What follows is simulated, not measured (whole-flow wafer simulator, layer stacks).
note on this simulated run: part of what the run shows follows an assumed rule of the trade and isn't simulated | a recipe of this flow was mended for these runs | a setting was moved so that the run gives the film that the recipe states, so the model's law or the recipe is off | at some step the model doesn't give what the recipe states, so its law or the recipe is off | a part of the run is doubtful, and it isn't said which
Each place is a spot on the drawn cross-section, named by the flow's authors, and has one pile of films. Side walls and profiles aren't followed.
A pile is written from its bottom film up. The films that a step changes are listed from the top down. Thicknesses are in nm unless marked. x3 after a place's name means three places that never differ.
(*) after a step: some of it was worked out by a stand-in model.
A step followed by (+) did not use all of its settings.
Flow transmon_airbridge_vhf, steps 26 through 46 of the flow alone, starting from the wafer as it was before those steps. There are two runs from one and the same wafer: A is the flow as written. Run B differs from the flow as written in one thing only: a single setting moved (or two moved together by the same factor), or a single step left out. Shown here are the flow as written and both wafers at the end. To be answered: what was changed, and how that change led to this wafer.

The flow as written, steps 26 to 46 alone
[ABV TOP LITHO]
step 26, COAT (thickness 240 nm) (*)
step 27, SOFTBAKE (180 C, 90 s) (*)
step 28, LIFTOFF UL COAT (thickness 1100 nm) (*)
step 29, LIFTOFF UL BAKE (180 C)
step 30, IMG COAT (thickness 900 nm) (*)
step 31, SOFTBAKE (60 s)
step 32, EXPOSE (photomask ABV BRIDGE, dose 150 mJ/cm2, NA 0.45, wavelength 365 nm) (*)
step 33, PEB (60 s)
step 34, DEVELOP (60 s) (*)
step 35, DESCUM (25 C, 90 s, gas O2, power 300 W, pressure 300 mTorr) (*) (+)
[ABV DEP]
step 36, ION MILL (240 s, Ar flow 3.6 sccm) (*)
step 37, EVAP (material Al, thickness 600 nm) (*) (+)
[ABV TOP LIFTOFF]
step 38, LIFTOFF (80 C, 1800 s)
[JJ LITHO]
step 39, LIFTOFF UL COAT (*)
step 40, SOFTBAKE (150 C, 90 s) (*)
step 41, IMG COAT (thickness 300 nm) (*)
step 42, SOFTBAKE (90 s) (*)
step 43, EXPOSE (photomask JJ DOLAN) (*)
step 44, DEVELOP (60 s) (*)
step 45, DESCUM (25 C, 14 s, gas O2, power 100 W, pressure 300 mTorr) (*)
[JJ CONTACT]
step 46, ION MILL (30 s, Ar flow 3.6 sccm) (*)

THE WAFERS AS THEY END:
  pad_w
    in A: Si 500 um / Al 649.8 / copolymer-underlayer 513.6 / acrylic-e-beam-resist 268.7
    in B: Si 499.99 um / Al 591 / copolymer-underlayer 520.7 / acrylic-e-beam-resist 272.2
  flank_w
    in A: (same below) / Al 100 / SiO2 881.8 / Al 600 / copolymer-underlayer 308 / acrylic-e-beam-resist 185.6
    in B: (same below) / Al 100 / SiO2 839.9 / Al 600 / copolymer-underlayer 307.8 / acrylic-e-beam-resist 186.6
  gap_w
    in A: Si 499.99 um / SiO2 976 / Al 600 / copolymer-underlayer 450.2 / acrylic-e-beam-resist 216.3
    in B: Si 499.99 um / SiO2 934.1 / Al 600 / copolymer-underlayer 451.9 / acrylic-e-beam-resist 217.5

Cause: step 36, ION MILL: 660 s was run, whereas the flow has 240 s.

The path from the change to this, step by step:
  step 36, ION MILL (240 s, Ar flow 3.6 sccm) (*)
      pad_w, pad_e: A Al loses 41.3 | B Al loses 100 (all of it), Si loses 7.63
      field x3, jj_line, ground_far, trace_open_s x2, margin_s, margin_n: A i-line-resist loses 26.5 | B i-line-resist loses 72.8
      (as well as at 6 more places)
  step 37, EVAP (material Al, thickness 600 nm) (*) (+)
      pad_w, pad_e: A Al gains 591.1 | B Al gains 591 (new film)
  step 38, LIFTOFF (80 C, 1800 s)
      field x3, jj_line, trace_open_s x2: A Al loses 600 (all of it), i-line-resist loses 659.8 (all of it), lift-off-underlayer loses 1100 (all of it), acrylic-e-beam-resist loses 240 (all of it) | B Al loses 600 (all of it), i-line-resist loses 613.5 (all of it), lift-off-underlayer loses 1100 (all of it), acrylic-e-beam-resist loses 240 (all of it)
      margin_s, margin_n: A Al loses 600 (all of it), i-line-resist loses 378.2 (all of it), lift-off-underlayer loses 823.4 (all of it), acrylic-e-beam-resist loses 168.6 (all of it) | B Al loses 600 (all of it), i-line-resist loses 331.9 (all of it), lift-off-underlayer loses 823.4 (all of it), acrylic-e-beam-resist loses 168.6 (all of it)
      (as well as at 1 more place)
